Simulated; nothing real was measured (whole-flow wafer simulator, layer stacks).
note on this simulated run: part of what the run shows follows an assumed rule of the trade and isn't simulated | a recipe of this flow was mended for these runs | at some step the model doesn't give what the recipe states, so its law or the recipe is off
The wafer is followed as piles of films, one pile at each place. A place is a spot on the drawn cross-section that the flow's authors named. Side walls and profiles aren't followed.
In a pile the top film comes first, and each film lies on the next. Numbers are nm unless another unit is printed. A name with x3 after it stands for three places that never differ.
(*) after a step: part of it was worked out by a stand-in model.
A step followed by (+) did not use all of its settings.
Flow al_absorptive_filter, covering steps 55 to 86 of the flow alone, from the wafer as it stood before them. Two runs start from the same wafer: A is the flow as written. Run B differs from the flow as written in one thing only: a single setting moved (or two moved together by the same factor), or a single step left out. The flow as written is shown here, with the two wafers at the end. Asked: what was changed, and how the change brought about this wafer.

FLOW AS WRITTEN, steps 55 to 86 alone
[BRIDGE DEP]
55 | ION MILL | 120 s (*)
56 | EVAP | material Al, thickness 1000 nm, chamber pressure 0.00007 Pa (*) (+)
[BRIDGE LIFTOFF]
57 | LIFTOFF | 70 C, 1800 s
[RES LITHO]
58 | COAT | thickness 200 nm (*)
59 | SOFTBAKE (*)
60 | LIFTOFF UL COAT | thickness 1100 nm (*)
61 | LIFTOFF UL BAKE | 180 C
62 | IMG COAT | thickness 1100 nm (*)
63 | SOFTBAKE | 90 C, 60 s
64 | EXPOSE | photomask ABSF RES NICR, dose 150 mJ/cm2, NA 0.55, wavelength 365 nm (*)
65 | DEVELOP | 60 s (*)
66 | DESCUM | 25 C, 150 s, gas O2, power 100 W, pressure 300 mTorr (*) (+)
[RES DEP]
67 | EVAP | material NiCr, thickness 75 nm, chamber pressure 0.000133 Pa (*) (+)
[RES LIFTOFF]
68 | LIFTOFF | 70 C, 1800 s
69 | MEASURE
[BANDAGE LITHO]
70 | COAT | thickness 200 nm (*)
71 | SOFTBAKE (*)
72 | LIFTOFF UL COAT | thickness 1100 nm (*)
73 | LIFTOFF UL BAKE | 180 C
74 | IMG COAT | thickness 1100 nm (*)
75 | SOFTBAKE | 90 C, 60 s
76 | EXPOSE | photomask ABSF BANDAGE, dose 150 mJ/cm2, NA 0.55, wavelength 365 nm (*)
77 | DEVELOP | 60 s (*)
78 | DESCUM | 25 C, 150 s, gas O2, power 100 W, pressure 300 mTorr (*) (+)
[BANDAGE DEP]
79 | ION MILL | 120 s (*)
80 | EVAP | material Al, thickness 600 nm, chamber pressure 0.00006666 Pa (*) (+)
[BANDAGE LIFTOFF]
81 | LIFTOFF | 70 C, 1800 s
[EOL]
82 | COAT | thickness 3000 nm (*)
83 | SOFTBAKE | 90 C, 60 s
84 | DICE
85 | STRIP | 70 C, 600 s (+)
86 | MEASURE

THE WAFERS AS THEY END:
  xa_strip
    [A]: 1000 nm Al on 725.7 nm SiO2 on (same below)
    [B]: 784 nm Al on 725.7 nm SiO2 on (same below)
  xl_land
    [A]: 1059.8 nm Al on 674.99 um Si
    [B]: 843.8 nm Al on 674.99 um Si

The reason: step 56, EVAP: thickness 784 nm was run, though the flow has thickness 1000 nm.
One can read it off the wafer: xa_strip has Al 784, and step 56 as written asks for 1000 nm.

The path from the change to this, step by step:
  56 | EVAP | material Al, thickness 1000 nm, chamber pressure 0.00007 Pa (*) (+)
      gnd, pad_far, pad_near and 10 more: A Al gains 1000 (new film) | B Al gains 784 (new film)
      xl_land: A Al gains 1000 | B Al gains 784
  57 | LIFTOFF | 70 C, 1800 s
      gnd, xa_field, idc_field: A Al loses 1000 (all of it), i-line-resist loses 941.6 (all of it), lift-off-underlayer loses 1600 (all of it), acrylic-e-beam-resist loses 200 (all of it) | B Al loses 784 (all of it), i-line-resist loses 941.6 (all of it), lift-off-underlayer loses 1600 (all of it), acrylic-e-beam-resist loses 200 (all of it)
      pad_far: A Al loses 1000 (all of it), i-line-resist loses 940.5 (all of it), lift-off-underlayer loses 1591.1 (all of it), acrylic-e-beam-resist loses 198.5 (all of it) | B Al loses 784 (all of it), i-line-resist loses 940.5 (all of it), lift-off-underlayer loses 1591.1 (all of it), acrylic-e-beam-resist loses 198.5 (all of it)
      (as well as at 6 more places)
  58 | COAT | thickness 200 nm (*)
      xa_margin: A acrylic-e-beam-resist gains 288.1 (new film) | B acrylic-e-beam-resist gains 248.2 (new film)
      xa_strip: A acrylic-e-beam-resist gains 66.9 (new film) | B acrylic-e-beam-resist gains 77.8 (new film)
      (as well as at 1 more place)
  60 | LIFTOFF UL COAT | thickness 1100 nm (*)
      xa_margin: A lift-off-underlayer gains 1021 (new film) | B lift-off-underlayer gains 951.3 (new film)
      xa_strip: A lift-off-underlayer gains 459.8 (new film) | B lift-off-underlayer gains 516.8 (new film)
  62 | IMG COAT | thickness 1100 nm (*)
      xa_margin: A i-line-resist gains 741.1 (new film) | B i-line-resist gains 799 (new film)
      xa_strip: A i-line-resist gains 577.9 (new film) | B i-line-resist gains 663 (new film)
  68 | LIFTOFF | 70 C, 1800 s
      xa_margin: A NiCr loses 75 (all of it), i-line-resist loses 598.1 (all of it), lift-off-underlayer loses 1021 (all of it), acrylic-e-beam-resist loses 288.1 (all of it) | B NiCr loses 75 (all of it), i-line-resist loses 656.5 (all of it), lift-off-underlayer loses 951.3 (all of it), acrylic-e-beam-resist loses 248.2 (all of it)
      xa_strip: A NiCr loses 75 (all of it), i-line-resist loses 433.3 (all of it), lift-off-underlayer loses 459.8 (all of it), acrylic-e-beam-resist loses 66.9 (all of it) | B NiCr loses 75 (all of it), i-line-resist loses 518.4 (all of it), lift-off-underlayer loses 516.8 (all of it), acrylic-e-beam-resist loses 77.8 (all of it)
      (as well as at 1 more place)
  70 | COAT | thickness 200 nm (*)
      xa_margin: A acrylic-e-beam-resist gains 288.1 (new film) | B acrylic-e-beam-resist gains 248.2 (new film)
      xa_strip: A acrylic-e-beam-resist gains 66.9 (new film) | B acrylic-e-beam-resist gains 77.8 (new film)
  72 | LIFTOFF UL COAT | thickness 1100 nm (*)
      xa_margin: A lift-off-underlayer gains 1021 (new film) | B lift-off-underlayer gains 951.3 (new film)
      xa_strip: A lift-off-underlayer gains 459.8 (new film) | B lift-off-underlayer gains 516.8 (new film)
  74 | IMG COAT | thickness 1100 nm (*)
      xa_margin: A i-line-resist gains 741.1 (new film) | B i-line-resist gains 799 (new film)
      xa_strip: A i-line-resist gains 577.9 (new film) | B i-line-resist gains 663 (new film)
  81 | LIFTOFF | 70 C, 1800 s
      xa_margin: A Al loses 600 (all of it), i-line-resist loses 604.4 (all of it), lift-off-underlayer loses 1021 (all of it), acrylic-e-beam-resist loses 288.1 (all of it) | B Al loses 600 (all of it), i-line-resist loses 662.8 (all of it), lift-off-underlayer loses 951.3 (all of it), acrylic-e-beam-resist loses 248.2 (all of it)
      xa_strip: A Al loses 600 (all of it), i-line-resist loses 439.6 (all of it), lift-off-underlayer loses 459.8 (all of it), acrylic-e-beam-resist loses 66.9 (all of it) | B Al loses 600 (all of it), i-line-resist loses 524.7 (all of it), lift-off-underlayer loses 516.8 (all of it), acrylic-e-beam-resist loses 77.8 (all of it)
  82 | COAT | thickness 3000 nm (*)
      xa_strip: A i-line-resist gains 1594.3 (new film) | B i-line-resist gains 1761.8 (new film)
  83 | SOFTBAKE | 90 C, 60 s
      xa_margin: A i-line-resist loses 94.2 | B i-line-resist loses 81.2
      xa_strip: A i-line-resist loses 117.3 | B i-line-resist loses 101
  85 | STRIP | 70 C, 600 s (+)
      xa_strip: A i-line-resist loses 1477 (all of it) | B i-line-resist loses 1660.8 (all of it)
